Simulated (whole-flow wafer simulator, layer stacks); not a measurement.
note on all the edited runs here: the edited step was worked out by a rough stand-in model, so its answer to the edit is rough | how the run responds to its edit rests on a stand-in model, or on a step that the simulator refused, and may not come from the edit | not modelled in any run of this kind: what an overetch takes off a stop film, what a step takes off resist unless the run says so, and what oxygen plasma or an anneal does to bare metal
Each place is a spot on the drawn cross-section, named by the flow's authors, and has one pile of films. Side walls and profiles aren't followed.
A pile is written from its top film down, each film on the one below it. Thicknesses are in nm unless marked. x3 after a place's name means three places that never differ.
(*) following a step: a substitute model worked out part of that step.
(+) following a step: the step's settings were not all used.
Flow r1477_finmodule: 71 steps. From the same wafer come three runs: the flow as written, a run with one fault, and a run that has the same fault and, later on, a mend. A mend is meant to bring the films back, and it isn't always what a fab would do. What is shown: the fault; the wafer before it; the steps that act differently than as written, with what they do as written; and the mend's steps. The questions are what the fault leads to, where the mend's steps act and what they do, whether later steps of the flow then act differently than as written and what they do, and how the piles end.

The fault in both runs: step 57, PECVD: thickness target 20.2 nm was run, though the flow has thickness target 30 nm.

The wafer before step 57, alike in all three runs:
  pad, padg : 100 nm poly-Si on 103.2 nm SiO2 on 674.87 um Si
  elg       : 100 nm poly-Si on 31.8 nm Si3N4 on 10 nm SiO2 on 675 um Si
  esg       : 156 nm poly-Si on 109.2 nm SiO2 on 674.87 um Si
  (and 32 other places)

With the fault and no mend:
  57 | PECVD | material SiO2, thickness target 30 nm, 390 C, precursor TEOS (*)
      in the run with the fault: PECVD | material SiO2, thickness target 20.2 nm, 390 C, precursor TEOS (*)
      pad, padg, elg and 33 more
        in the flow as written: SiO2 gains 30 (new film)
        in the run with the fault: SiO2 gains 20.2 (new film)
  Later steps of the flow acting differently than as written (not shown: 3 more steps that differ only slightly, by at most 2% or 0.5 nm, whichever is larger):
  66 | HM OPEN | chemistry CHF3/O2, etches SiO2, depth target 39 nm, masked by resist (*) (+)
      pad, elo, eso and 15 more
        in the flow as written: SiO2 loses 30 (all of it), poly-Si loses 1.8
        in the run with the fault: SiO2 loses 20.2 (all of it), poly-Si loses 2.02
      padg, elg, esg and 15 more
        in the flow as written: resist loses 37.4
        in the run with the fault: resist loses 29
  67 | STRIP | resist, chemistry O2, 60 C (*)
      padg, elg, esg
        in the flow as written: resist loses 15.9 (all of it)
        in the run with the fault: resist loses 24.2 (all of it)
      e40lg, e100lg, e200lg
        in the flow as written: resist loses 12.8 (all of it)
        in the run with the fault: resist loses 21.1 (all of it)
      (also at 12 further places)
  At padg, elg, esg and 15 more, the piles at the end differ from the flow's by more than 2% or 0.5 nm, whichever is larger.
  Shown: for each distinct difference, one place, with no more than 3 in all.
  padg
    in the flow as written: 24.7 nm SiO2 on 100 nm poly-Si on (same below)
    in the run with the fault: 14.9 nm SiO2 on 100 nm poly-Si on (same below)
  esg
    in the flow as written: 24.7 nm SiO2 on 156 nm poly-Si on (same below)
    in the run with the fault: 14.9 nm SiO2 on 156 nm poly-Si on (same below)
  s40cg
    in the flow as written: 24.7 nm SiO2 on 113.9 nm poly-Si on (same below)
    in the run with the fault: 14.9 nm SiO2 on 113.9 nm poly-Si on (same below)

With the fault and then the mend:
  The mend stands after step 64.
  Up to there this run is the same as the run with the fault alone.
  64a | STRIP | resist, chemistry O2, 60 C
      padg, elg, esg
        resist loses 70 (all of it)
      e40lg, e100lg, e200lg
        resist loses 66.9 (all of it)
      s40sg, s45sg
        resist loses 91 (all of it)
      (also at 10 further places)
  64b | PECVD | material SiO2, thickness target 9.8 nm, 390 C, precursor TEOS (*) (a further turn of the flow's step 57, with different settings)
      pad, padg, elg and 33 more
        SiO2 gains 9.8
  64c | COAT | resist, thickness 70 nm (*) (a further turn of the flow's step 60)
      e40lg, e100lg, e200lg, elo, e40lo, e100lo, e200lo
        resist gains 66.9 (new film)
      pad, padg, elg, esg
        resist gains 70 (new film)
      s40sg, s45sg, s40so, s45so
        resist gains 91 (new film)
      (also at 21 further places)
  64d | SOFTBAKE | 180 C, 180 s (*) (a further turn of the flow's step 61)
      leaves every film unchanged at each place that is followed
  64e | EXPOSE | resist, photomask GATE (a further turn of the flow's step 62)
      leaves every film unchanged at each place that is followed
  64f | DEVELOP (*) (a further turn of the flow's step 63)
      elo, e40lo, e100lo, e200lo
        resist loses 66.9 (all of it)
      eso, e40so
        resist loses 129.5 (all of it)
      s40so, s45so
        resist loses 91 (all of it)
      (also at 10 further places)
  None of the later steps of the flow acts differently than as written at any place that is followed.
  By the end, the piles equal the flow's at every place that both follow.
